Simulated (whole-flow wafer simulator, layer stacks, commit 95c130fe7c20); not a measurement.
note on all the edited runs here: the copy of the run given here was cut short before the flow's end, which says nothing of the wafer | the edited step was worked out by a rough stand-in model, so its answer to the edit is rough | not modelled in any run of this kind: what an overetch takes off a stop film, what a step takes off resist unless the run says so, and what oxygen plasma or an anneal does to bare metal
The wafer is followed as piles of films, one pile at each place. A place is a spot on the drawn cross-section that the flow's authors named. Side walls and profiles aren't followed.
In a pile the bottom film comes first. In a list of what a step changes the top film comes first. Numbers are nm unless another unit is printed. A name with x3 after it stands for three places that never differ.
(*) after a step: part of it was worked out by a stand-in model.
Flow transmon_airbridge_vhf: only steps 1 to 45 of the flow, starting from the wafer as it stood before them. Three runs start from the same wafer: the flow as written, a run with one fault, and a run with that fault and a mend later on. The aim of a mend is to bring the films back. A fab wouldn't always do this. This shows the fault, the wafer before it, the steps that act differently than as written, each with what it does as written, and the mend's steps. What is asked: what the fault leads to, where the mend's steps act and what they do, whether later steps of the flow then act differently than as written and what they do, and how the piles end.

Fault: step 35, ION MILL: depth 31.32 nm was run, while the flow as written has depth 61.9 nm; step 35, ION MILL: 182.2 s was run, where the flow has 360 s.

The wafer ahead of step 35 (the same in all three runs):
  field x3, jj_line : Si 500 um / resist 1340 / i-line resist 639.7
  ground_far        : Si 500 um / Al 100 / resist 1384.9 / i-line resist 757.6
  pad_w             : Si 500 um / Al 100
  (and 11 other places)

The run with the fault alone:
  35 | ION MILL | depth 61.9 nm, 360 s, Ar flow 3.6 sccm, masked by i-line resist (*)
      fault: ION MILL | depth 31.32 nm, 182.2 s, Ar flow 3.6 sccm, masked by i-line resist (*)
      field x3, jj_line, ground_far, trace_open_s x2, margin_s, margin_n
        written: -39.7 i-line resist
        fault: -20.1 i-line resist
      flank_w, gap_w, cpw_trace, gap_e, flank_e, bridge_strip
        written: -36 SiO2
        fault: -18.2 SiO2
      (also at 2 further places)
  Steps later in the flow that act otherwise than as written (not shown: 3 more steps that differ only slightly, by at most 2% or 0.5 nm, whichever is larger):
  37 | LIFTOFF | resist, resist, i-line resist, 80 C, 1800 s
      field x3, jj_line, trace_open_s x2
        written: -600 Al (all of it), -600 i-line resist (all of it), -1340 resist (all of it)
        fault: -600 Al (all of it), -619.6 i-line resist (all of it), -1340 resist (all of it)
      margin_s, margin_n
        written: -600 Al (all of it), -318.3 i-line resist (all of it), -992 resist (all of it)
        fault: -600 Al (all of it), -337.9 i-line resist (all of it), -992 resist (all of it)
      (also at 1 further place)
  At pad_w, pad_e, the piles at the end differ from the flow's by more than 2% or 0.5 nm, whichever is larger.
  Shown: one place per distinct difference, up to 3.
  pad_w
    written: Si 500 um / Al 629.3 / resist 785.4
    fault: Si 500 um / Al 660 / resist 780.5

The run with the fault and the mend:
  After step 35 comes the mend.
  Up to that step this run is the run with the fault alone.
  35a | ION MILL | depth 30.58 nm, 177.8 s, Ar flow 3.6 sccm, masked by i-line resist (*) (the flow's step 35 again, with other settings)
      field x3, jj_line, ground_far, trace_open_s x2, margin_s, margin_n
        -19.6 i-line resist
      flank_w, gap_w, cpw_trace, gap_e, flank_e, bridge_strip
        -17.8 SiO2
      pad_w, pad_e
        -30.6 Al
  Later steps of the flow that are run all act as written at every place that is followed.
  The piles end the same as the flow's at every place that both follow.
